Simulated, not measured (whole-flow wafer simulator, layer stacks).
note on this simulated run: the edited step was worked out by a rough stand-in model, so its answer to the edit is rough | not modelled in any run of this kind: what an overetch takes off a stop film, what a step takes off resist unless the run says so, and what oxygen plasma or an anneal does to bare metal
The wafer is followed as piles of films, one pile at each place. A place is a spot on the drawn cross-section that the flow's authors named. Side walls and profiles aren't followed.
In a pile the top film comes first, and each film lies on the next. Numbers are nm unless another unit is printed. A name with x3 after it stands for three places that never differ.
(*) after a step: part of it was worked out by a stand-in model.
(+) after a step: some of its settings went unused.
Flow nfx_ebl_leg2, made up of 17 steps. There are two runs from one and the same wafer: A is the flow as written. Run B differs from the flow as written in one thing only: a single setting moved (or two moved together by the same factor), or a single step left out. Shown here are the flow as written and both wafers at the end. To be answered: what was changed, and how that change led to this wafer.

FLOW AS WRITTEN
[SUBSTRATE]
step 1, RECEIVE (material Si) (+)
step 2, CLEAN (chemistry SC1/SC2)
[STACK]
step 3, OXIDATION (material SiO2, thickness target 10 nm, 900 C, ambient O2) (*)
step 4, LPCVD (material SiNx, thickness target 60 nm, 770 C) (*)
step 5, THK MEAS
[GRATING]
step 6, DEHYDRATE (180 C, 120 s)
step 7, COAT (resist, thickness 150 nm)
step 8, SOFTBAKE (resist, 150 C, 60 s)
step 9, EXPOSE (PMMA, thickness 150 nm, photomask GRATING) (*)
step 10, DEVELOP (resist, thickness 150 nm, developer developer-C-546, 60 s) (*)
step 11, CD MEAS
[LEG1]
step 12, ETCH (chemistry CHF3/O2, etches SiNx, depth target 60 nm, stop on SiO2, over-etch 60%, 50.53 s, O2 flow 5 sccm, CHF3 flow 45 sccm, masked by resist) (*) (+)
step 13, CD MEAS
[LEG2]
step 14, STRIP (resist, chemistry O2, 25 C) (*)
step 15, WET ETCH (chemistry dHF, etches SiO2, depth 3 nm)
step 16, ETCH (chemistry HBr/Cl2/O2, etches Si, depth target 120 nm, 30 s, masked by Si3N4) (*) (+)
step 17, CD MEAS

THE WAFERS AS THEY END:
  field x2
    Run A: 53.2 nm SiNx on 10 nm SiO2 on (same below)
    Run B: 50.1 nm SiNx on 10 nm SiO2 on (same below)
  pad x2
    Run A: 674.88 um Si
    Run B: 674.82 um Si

The reason: step 16, ETCH: depth target 174 nm was run, while the flow as written has depth target 120 nm; step 16, ETCH: 43.5 s was run, where the flow has 30 s.

How this came from the change, step by step:
  step 16, ETCH (chemistry HBr/Cl2/O2, etches Si, depth target 120 nm, 30 s, masked by Si3N4) (*) (+)
      field x2: A -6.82 SiNx | B -9.89 SiNx
      pad x2: A -120 Si | B -174 Si
